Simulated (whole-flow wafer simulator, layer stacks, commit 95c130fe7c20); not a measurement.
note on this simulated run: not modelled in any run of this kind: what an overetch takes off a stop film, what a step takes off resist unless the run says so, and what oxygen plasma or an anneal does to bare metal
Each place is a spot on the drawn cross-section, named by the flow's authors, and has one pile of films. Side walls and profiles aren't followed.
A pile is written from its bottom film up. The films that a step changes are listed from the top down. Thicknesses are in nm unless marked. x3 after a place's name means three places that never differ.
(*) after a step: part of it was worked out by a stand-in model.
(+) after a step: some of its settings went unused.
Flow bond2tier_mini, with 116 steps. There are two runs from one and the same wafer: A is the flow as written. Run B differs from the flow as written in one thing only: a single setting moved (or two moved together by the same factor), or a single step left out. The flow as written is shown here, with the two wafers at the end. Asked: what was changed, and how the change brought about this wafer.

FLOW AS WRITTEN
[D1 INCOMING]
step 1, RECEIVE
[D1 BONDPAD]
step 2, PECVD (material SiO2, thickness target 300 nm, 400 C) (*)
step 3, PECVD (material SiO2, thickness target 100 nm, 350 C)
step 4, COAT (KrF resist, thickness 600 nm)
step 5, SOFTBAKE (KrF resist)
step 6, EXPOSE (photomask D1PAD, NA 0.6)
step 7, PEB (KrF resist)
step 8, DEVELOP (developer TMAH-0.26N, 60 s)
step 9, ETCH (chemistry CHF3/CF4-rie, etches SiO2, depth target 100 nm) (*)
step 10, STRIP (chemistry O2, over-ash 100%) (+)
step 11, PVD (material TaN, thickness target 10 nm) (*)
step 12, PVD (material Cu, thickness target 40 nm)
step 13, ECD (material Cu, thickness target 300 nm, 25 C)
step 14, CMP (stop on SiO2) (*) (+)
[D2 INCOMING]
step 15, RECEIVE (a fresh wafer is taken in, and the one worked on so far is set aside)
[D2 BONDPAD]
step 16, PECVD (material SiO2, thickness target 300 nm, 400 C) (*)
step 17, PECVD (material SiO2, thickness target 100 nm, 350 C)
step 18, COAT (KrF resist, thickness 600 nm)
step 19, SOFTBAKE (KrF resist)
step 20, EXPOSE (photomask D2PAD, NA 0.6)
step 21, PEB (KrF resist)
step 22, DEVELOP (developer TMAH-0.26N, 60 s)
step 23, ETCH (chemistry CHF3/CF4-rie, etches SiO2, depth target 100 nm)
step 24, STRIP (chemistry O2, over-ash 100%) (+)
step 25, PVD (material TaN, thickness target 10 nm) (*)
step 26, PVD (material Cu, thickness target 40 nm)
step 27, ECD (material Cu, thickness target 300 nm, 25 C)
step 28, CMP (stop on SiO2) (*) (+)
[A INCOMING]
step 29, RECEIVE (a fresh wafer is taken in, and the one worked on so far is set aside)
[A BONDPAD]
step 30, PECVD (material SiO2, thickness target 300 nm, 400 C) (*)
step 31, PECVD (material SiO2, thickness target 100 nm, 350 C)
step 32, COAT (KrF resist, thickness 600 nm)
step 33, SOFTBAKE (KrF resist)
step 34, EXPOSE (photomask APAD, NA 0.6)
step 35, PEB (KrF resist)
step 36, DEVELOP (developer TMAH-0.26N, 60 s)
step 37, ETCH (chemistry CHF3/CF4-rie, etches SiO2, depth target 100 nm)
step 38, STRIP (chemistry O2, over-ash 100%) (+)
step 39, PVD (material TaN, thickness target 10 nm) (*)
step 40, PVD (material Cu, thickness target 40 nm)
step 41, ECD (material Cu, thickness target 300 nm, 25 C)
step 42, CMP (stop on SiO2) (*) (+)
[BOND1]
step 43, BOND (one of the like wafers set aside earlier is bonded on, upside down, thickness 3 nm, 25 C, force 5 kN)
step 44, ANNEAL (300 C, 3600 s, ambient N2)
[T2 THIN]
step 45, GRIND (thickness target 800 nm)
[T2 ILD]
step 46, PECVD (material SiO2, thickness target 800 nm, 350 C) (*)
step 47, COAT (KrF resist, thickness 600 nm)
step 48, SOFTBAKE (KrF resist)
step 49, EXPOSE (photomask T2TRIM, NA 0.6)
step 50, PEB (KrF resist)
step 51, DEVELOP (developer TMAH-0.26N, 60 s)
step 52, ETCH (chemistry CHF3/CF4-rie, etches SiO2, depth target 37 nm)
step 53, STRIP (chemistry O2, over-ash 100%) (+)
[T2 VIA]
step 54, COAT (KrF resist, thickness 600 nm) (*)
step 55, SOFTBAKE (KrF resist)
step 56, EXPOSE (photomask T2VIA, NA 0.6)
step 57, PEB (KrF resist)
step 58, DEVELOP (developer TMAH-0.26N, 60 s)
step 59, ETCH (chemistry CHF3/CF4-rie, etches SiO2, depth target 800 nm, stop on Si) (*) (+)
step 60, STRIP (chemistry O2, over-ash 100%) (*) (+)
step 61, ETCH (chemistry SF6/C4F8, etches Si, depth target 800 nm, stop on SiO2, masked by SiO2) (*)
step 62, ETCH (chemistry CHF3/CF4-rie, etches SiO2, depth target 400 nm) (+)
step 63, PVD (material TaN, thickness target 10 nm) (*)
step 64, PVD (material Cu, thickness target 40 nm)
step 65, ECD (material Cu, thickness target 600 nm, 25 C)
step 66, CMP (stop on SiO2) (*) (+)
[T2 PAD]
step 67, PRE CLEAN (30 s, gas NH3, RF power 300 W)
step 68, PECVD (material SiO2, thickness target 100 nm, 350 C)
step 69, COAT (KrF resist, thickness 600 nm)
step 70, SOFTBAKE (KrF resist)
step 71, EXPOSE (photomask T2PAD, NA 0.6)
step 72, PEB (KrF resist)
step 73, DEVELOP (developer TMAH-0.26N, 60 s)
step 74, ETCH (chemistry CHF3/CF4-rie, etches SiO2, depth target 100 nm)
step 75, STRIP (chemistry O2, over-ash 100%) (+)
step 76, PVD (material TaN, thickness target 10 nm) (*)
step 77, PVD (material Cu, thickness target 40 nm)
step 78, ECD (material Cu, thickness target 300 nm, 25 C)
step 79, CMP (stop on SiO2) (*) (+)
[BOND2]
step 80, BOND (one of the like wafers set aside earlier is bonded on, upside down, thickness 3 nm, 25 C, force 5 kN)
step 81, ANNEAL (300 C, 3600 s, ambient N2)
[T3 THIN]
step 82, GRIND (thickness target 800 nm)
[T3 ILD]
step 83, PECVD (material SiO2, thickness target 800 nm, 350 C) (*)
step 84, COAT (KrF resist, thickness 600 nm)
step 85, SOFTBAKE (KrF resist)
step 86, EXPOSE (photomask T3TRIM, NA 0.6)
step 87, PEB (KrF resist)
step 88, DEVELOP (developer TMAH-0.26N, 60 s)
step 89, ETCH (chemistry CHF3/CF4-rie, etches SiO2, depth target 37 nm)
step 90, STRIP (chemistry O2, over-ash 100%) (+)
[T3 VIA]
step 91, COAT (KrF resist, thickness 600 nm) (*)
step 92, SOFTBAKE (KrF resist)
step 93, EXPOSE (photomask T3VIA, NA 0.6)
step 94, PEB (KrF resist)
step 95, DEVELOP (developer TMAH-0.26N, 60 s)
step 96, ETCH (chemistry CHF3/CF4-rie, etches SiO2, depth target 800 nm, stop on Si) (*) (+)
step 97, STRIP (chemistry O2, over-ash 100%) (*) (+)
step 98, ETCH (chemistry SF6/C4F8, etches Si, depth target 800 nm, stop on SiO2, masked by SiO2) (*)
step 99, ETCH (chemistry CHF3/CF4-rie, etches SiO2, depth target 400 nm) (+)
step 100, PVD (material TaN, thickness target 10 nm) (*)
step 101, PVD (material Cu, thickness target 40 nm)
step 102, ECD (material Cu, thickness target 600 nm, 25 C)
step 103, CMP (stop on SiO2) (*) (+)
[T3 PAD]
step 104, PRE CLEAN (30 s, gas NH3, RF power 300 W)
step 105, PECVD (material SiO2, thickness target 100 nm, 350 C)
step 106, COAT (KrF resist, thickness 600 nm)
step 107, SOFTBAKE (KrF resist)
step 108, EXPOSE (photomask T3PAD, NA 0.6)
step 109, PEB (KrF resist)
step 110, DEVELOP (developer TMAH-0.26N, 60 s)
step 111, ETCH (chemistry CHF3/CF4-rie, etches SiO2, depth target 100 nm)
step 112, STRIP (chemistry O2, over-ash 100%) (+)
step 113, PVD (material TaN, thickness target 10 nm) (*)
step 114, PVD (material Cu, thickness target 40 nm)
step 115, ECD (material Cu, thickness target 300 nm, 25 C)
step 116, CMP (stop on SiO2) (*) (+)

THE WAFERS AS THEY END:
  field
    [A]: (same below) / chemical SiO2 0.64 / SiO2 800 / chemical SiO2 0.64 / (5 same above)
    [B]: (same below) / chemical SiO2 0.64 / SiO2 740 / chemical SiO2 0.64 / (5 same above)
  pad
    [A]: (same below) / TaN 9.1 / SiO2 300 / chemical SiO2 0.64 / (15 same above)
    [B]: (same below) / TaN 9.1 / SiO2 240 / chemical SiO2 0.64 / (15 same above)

The reason: step 3, PECVD: thickness target 40 nm was run, while the flow as written has thickness target 100 nm.

Step by step, how the change led to this:
  step 3, PECVD (material SiO2, thickness target 100 nm, 350 C)
      field, pad, via: A SiO2 gains 100 | B SiO2 gains 40
  step 43, BOND (one of the like wafers set aside earlier is bonded on, upside down, thickness 3 nm, 25 C, force 5 kN)
      field: A Si gains 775 um (new film), chemical SiO2 gains 0.64 (new film), SiO2 gains 400 | B Si gains 775 um (new film), chemical SiO2 gains 0.64 (new film), SiO2 gains 340
      pad: A Si gains 775 um (new film), chemical SiO2 gains 0.64 (new film), SiO2 gains 300 (new film), TaN gains 9.1 (new film), Cu gains 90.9 | B Si gains 775 um (new film), chemical SiO2 gains 0.64 (new film), SiO2 gains 240 (new film), TaN gains 9.1 (new film), Cu gains 90.9
      (and at 1 other place as well)
